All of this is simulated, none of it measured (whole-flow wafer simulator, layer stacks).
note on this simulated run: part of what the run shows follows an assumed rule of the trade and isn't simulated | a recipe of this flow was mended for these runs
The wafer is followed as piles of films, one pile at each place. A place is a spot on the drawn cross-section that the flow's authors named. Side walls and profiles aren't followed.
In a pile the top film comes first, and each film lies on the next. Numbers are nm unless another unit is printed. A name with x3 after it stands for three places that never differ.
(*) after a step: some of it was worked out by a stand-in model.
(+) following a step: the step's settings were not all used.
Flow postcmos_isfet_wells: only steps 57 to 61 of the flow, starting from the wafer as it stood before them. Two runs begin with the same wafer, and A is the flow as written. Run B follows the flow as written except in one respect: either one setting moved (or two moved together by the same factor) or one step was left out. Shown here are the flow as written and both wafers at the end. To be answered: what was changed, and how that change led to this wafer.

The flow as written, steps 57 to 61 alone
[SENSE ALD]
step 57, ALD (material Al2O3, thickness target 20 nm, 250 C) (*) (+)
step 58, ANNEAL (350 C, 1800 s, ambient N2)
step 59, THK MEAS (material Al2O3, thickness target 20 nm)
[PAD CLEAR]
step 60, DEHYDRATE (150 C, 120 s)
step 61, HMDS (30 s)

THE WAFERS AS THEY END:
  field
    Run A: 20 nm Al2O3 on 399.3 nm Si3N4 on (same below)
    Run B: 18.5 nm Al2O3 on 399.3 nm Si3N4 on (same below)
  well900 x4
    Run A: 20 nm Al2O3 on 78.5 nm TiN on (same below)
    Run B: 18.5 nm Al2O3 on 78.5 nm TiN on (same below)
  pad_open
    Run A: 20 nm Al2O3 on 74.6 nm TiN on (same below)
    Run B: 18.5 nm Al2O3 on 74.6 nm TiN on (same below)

Cause: step 57, ALD: thickness target 18.48 nm was run, while the flow as written has thickness target 20 nm.
One can read it off the wafer: field has Al2O3 18.5, and step 57 as written asks for 20 nm.

Step by step, how the change led to this:
  step 57, ALD (material Al2O3, thickness target 20 nm, 250 C) (*) (+)
      field, margin x3, well900 x4, pad_open: A +20 Al2O3 (new film) | B +18.5 Al2O3 (new film)
